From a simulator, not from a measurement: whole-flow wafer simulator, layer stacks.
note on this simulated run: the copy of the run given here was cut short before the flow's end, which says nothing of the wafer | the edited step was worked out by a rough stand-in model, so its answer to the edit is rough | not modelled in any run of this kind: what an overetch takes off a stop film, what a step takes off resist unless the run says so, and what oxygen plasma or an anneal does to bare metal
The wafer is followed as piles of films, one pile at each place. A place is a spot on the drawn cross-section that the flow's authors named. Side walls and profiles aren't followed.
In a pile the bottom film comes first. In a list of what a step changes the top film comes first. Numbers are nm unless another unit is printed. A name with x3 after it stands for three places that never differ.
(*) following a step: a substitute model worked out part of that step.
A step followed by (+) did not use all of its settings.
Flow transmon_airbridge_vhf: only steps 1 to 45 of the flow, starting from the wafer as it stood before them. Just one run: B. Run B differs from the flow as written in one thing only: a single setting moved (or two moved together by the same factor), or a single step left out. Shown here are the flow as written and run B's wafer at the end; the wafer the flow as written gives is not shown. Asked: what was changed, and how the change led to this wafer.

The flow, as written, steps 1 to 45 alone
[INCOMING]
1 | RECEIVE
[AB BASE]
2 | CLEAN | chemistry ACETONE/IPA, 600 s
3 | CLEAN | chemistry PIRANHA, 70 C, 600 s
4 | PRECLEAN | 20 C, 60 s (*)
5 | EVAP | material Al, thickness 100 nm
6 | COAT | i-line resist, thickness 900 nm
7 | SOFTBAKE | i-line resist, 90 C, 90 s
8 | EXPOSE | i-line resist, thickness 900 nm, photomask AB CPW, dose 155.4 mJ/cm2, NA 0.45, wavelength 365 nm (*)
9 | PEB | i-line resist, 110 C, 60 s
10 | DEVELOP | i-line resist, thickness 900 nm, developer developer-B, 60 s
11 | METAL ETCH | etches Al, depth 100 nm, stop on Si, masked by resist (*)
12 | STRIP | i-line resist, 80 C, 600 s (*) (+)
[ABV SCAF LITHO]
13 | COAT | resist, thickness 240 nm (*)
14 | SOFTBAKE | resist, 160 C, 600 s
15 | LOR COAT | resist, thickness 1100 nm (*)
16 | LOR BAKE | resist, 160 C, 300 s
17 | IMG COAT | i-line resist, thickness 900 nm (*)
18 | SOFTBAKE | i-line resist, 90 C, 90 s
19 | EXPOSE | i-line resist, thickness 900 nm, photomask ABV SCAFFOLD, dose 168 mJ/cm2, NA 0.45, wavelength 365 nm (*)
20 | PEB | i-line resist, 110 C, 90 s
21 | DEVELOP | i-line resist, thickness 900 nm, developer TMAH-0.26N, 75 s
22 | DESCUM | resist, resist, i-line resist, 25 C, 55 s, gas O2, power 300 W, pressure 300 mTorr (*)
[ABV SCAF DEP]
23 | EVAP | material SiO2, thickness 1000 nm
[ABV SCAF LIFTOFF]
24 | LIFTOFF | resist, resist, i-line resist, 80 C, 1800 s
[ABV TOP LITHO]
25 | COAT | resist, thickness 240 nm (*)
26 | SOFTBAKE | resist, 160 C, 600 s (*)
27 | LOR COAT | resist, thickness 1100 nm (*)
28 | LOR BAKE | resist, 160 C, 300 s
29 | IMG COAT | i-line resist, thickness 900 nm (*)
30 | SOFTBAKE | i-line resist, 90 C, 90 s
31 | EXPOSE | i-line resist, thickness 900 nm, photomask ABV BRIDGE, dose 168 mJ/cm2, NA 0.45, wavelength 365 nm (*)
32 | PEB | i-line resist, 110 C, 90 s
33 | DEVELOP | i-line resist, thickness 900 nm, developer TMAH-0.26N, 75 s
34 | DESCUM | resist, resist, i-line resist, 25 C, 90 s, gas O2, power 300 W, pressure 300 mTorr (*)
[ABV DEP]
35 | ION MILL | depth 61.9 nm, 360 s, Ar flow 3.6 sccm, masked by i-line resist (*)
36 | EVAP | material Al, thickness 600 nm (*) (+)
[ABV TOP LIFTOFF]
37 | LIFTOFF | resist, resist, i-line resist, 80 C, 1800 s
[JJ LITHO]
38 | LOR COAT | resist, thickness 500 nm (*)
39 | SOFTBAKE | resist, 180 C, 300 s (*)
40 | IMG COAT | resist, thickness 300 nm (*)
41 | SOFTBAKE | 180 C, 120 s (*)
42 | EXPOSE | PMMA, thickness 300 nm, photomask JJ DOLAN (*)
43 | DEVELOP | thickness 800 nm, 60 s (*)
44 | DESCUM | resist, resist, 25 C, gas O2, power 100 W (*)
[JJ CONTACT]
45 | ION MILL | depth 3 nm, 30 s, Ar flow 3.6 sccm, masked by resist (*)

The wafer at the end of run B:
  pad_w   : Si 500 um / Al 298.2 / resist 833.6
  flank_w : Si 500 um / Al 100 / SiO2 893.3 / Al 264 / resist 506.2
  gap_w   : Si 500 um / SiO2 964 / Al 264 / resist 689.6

What caused this: step 36, EVAP: thickness 264 nm was run, though the flow has thickness 600 nm.
One can read it off the wafer: flank_w has Al 264, and step 36 as written asks for 600 nm.

The path from the change to this, step by step:
  36 | EVAP | material Al, thickness 600 nm (*) (+)
      field x3, jj_line, ground_far and 10 more: +264 Al (new film) (it would be, as written: +600 Al (new film))
      pad_w, pad_e: +260.1 Al (it would be, as written: +591.2 Al)
  37 | LIFTOFF | resist, resist, i-line resist, 80 C, 1800 s
      field x3, jj_line, trace_open_s x2: -264 Al (all of it), -600 i-line resist (all of it), -1340 resist (all of it) (it would be, as written: -600 Al (all of it), -600 i-line resist (all of it), -1340 resist (all of it))
      margin_s, margin_n: -264 Al (all of it), -318.3 i-line resist (all of it), -992 resist (all of it) (it would be, as written: -600 Al (all of it), -318.3 i-line resist (all of it), -992 resist (all of it))
      (and at 1 other place as well)
  38 | LOR COAT | resist, thickness 500 nm (*)
      pad_w, pad_e: +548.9 resist (new film) (it would be, as written: +517 resist (new film))
      flank_w, flank_e: +314.6 resist (new film) (it would be, as written: +306.5 resist (new film))
      (and at 6 other places as well)
  40 | IMG COAT | resist, thickness 300 nm (*)
      pad_w, pad_e: +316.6 resist (it would be, as written: +300.1 resist)
      flank_w, flank_e: +223.5 resist (it would be, as written: +212.1 resist)
      (and at 6 other places as well)
